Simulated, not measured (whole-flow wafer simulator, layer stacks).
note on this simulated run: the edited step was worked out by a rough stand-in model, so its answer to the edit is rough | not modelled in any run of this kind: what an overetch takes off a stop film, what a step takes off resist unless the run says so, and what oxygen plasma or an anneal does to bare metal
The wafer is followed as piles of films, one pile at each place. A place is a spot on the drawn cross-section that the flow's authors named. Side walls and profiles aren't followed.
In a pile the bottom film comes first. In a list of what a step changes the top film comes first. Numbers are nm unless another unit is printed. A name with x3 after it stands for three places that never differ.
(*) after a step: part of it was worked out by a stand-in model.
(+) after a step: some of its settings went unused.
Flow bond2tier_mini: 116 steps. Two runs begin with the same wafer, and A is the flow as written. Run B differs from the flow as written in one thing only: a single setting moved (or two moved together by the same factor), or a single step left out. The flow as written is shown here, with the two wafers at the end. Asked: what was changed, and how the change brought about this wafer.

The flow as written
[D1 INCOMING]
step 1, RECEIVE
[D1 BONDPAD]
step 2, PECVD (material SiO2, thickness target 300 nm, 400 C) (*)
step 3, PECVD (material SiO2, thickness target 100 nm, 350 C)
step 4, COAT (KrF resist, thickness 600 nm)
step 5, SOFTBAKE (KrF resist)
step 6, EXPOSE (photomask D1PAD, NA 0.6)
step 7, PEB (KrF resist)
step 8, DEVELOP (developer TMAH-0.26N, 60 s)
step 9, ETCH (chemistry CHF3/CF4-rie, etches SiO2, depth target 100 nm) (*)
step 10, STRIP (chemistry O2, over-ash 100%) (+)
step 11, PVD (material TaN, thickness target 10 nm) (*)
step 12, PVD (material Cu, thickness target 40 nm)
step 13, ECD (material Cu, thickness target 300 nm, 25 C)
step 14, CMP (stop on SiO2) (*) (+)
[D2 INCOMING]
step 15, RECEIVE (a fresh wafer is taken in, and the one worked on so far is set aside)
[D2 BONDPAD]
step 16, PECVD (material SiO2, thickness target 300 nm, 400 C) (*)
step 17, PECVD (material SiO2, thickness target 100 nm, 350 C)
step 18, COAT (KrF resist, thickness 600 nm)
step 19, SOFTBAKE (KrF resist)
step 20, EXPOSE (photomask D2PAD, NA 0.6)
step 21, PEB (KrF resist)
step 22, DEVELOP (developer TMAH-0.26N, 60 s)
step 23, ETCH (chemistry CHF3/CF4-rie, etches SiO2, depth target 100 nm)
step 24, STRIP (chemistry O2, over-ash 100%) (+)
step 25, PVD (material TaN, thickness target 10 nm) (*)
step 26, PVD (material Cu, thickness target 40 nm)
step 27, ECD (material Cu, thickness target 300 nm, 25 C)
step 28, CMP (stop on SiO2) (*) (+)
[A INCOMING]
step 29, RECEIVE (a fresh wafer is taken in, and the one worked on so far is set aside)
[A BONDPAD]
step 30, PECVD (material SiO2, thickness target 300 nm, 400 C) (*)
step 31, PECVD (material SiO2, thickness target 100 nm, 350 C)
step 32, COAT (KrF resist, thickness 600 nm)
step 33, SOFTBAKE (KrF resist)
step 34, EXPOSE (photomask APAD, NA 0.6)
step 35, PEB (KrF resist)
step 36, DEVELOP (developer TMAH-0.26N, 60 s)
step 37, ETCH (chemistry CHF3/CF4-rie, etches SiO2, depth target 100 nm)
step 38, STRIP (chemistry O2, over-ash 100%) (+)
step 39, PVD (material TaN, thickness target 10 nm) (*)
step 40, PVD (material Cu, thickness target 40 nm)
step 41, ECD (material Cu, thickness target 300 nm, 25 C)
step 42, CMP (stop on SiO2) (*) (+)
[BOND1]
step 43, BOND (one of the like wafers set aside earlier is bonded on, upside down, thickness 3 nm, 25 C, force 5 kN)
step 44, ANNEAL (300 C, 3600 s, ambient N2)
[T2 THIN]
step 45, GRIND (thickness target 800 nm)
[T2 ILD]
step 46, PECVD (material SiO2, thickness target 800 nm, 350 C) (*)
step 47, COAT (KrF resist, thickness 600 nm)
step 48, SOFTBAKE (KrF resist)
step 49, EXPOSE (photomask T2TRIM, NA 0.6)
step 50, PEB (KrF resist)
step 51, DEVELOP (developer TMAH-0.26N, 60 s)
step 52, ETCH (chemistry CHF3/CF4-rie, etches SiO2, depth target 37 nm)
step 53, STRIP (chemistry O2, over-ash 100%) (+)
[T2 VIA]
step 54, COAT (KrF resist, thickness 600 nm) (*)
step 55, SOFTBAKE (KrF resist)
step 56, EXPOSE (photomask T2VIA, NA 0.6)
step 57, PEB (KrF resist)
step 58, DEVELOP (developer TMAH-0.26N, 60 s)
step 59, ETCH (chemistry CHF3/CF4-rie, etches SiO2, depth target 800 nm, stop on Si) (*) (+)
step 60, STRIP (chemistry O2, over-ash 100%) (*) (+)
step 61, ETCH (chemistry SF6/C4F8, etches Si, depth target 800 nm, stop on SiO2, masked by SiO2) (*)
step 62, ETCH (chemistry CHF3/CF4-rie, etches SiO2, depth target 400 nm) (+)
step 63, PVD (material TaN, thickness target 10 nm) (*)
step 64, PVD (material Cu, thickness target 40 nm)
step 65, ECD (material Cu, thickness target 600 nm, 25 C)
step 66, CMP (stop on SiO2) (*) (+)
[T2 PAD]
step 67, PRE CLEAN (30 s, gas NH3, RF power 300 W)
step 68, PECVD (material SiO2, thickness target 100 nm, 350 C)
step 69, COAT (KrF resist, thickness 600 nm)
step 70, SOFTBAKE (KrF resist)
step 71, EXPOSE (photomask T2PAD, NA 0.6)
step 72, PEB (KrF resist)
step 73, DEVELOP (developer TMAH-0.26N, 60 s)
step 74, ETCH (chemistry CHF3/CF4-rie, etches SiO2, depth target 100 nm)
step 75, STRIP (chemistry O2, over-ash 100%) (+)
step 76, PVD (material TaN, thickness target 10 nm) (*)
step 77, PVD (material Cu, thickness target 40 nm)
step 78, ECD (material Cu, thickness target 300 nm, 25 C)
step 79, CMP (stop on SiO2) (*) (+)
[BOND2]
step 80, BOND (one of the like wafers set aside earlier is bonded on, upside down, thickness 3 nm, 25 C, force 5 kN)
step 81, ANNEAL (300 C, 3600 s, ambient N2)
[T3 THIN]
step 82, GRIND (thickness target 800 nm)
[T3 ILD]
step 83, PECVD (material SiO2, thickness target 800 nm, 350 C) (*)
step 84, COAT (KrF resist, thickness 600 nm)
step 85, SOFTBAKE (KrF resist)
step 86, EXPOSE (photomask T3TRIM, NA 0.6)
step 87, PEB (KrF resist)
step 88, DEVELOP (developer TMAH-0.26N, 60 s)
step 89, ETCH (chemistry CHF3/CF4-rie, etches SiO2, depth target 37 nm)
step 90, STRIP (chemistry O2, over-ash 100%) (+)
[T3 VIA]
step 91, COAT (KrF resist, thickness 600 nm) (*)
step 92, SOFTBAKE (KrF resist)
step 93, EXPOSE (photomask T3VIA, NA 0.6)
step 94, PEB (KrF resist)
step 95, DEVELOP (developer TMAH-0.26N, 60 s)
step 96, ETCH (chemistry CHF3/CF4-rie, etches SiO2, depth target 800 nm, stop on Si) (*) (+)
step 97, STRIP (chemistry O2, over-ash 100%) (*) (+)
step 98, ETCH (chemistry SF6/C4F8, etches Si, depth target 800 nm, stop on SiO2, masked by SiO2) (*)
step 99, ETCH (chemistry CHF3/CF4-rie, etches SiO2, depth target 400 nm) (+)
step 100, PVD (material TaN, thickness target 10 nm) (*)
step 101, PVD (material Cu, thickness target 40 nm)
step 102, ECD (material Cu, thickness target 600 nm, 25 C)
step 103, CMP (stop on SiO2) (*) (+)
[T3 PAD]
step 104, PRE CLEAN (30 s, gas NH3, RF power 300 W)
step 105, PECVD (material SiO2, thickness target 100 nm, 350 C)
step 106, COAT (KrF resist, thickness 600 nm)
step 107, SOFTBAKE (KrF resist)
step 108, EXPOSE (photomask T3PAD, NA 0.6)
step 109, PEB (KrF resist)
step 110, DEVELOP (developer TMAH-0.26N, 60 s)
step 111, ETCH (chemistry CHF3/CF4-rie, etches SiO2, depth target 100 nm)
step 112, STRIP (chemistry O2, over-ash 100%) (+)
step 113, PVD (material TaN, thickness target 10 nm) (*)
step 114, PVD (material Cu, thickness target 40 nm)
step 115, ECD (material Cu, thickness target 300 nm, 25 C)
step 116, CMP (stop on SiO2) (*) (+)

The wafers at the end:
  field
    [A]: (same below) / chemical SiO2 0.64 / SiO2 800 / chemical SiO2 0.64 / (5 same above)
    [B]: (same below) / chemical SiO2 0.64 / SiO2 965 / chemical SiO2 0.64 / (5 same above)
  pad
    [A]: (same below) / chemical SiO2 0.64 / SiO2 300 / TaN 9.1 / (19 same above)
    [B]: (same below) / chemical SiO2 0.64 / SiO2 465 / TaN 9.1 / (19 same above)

The reason: step 30, PECVD: thickness target 465 nm was run, whereas the flow has thickness target 300 nm.
One can read it off the wafer: pad has SiO2 465, and step 30 as written asks for 300 nm.

Step by step, how the change led to this:
  step 30, PECVD (material SiO2, thickness target 300 nm, 400 C) (*)
      field, pad, via: A SiO2 gains 300 (new film) | B SiO2 gains 465 (new film)
